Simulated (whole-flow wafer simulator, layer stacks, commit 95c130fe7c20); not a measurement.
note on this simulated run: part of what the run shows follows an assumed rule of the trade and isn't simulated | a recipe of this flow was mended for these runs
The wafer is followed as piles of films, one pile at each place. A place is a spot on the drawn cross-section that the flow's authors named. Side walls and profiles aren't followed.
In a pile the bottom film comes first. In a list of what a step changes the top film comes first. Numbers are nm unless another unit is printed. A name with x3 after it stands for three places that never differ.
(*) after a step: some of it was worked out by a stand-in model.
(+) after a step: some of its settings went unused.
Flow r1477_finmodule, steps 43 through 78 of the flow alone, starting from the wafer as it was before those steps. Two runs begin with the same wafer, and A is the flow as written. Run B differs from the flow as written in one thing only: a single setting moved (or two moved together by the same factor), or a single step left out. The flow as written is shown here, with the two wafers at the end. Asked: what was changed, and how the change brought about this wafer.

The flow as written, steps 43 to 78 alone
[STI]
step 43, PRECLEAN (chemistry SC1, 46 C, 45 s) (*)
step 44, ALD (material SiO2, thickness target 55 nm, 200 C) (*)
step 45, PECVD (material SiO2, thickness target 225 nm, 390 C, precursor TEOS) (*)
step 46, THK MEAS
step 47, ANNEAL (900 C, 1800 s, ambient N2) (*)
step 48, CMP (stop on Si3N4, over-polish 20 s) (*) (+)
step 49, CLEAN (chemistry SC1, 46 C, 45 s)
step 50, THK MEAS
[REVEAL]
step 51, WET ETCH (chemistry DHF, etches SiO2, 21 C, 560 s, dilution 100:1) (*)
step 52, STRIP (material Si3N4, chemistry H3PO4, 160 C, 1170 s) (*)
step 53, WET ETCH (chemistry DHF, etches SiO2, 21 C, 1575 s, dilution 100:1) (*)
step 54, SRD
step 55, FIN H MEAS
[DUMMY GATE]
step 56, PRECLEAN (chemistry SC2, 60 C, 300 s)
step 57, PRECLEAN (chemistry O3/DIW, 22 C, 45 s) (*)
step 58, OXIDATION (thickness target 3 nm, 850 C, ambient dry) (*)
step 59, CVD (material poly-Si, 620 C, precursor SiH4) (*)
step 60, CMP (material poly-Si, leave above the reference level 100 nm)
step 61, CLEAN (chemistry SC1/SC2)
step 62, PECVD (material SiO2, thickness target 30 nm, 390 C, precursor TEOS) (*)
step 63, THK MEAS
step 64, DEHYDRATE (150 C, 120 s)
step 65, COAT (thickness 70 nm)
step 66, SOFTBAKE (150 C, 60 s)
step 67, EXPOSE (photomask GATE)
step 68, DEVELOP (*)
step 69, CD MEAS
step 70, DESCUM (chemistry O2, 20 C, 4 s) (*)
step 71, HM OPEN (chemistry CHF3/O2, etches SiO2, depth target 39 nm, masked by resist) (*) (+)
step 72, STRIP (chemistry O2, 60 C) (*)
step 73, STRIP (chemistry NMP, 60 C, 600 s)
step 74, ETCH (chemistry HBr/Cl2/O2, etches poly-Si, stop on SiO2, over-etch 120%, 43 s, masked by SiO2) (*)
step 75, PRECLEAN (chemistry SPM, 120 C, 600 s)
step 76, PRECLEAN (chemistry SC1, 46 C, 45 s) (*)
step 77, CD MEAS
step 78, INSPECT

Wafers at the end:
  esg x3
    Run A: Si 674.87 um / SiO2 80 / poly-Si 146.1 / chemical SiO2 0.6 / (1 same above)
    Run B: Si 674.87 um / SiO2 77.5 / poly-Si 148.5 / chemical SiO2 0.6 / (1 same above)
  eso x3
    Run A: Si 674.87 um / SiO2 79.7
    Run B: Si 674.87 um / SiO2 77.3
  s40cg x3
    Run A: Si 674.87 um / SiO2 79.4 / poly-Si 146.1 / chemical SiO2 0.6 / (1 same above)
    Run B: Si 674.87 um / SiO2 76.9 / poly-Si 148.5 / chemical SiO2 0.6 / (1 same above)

Cause: step 51, WET ETCH: 23.1 C was run, while the flow as written has 21 C.

How this came from the change, step by step:
  step 51, WET ETCH (chemistry DHF, etches SiO2, 21 C, 560 s, dilution 100:1) (*)
      esg x3, e200sg, s40cg x3, s40sg x3, eso x3, e200so, s40co x3, s40so x3: A -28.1 SiO2 | B -30.6 SiO2
      pad, padg: A -30.5 SiO2 | B -33.2 SiO2
  step 60, CMP (material poly-Si, leave above the reference level 100 nm)
      pad, padg: A -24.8 poly-Si | B -22.1 poly-Si
